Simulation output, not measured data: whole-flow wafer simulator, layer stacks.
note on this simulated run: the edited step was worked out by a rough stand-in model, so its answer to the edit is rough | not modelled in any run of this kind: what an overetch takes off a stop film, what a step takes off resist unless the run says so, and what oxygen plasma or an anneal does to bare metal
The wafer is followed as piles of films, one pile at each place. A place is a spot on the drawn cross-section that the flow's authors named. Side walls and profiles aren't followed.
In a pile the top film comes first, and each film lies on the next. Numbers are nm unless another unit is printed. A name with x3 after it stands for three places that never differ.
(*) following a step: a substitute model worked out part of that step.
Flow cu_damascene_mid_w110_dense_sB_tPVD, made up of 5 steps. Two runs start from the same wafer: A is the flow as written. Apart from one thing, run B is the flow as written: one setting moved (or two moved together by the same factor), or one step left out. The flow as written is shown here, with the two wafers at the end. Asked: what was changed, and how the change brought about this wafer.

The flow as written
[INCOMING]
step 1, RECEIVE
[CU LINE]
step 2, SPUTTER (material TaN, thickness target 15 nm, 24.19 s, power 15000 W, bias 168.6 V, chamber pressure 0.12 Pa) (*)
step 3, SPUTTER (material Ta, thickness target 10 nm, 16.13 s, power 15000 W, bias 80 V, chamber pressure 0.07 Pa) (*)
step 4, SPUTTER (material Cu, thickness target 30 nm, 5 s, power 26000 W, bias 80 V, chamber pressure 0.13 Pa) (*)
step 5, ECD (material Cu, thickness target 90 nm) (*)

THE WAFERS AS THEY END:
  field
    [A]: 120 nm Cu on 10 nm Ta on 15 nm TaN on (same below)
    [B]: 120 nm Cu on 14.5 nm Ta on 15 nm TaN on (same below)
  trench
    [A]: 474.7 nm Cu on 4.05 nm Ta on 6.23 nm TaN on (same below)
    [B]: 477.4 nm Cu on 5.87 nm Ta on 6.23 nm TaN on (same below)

What caused this: step 3, SPUTTER: thickness target 14.5 nm was run, whereas the flow has thickness target 10 nm.
The wafer itself shows it: field has Ta 14.5, and step 3 as written asks for 10 nm.

How this came from the change, step by step:
  step 3, SPUTTER (material Ta, thickness target 10 nm, 16.13 s, power 15000 W, bias 80 V, chamber pressure 0.07 Pa) (*)
      field: A Ta gains 10 (new film) | B Ta gains 14.5 (new film)
      trench: A Ta gains 4.05 (new film) | B Ta gains 5.87 (new film)
